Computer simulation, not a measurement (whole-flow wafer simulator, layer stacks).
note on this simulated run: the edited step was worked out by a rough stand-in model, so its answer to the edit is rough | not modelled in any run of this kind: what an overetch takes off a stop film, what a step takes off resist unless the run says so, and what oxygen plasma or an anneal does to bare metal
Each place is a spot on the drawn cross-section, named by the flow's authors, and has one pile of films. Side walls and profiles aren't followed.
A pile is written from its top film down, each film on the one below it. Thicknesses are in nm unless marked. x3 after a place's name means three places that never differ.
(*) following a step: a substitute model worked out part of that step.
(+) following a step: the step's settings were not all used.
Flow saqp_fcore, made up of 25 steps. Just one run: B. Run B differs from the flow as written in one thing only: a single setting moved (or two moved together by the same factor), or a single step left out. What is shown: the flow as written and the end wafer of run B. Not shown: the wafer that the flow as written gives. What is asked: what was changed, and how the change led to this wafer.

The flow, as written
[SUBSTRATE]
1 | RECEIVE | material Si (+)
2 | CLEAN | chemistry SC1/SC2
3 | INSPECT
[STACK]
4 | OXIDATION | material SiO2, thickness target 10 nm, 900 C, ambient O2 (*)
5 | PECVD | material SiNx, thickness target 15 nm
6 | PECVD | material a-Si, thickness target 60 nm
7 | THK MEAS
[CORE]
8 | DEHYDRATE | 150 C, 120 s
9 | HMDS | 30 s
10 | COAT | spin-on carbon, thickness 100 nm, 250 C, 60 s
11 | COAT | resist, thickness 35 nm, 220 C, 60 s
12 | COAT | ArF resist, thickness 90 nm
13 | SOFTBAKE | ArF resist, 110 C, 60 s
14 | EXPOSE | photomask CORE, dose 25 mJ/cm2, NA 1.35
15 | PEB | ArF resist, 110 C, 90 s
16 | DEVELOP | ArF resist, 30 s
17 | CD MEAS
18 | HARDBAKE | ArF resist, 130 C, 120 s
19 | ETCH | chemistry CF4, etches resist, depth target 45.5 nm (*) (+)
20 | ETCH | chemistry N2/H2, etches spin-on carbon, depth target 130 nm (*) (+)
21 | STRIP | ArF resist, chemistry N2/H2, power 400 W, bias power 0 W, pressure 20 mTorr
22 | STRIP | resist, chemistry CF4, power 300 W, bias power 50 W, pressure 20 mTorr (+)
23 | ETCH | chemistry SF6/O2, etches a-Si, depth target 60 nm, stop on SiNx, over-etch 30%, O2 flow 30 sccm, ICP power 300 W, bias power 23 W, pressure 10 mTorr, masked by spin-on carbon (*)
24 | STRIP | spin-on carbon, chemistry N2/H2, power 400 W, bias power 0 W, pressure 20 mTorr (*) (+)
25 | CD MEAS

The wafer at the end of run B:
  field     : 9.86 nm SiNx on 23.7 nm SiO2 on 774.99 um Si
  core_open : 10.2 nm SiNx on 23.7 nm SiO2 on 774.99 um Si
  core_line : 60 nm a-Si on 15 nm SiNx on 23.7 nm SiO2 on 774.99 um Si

What caused this: step 4, OXIDATION: 990 C was run, while the flow as written has 900 C.

The path from the change to this, step by step:
  4 | OXIDATION | material SiO2, thickness target 10 nm, 900 C, ambient O2 (*)
      field, core_open, core_line: +23.7 SiO2 (new film), -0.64 chemical SiO2 (all of it), -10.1 Si (as written it would have been: +10 SiO2 (new film), -0.64 chemical SiO2 (all of it), -4.12 Si)
